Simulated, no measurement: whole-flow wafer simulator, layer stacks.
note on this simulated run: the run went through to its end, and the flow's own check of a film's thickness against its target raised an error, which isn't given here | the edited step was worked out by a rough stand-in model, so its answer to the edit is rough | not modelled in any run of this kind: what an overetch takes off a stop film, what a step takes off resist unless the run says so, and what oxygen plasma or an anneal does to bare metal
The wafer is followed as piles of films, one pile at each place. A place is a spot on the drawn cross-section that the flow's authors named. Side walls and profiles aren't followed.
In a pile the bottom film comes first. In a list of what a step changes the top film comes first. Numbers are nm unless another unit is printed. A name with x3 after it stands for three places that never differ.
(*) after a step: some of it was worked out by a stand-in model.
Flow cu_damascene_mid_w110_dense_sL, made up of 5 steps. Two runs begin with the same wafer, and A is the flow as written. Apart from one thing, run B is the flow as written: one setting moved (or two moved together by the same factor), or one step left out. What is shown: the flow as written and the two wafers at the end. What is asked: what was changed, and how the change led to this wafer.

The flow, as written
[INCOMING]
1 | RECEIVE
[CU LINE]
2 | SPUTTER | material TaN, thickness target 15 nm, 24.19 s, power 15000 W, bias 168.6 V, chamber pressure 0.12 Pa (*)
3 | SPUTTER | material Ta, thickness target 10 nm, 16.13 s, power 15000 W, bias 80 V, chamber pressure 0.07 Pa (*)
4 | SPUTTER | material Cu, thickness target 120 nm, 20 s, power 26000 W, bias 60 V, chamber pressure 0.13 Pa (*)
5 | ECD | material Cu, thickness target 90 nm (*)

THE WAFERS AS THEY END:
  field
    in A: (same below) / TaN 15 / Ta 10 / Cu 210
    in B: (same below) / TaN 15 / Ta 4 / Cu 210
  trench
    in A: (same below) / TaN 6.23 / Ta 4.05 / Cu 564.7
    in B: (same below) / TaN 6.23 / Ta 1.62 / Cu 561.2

What caused this: step 3, SPUTTER: thickness target 4 nm was run, whereas the flow has thickness target 10 nm; step 3, SPUTTER: 6.45 s was run, where the flow has 16.13 s.
The wafer itself shows it: field has Ta 4, and step 3 as written asks for 10 nm.

How this came from the change, step by step:
  3 | SPUTTER | material Ta, thickness target 10 nm, 16.13 s, power 15000 W, bias 80 V, chamber pressure 0.07 Pa (*)
      field: A +10 Ta (new film) | B +4 Ta (new film)
      trench: A +4.05 Ta (new film) | B +1.62 Ta (new film)
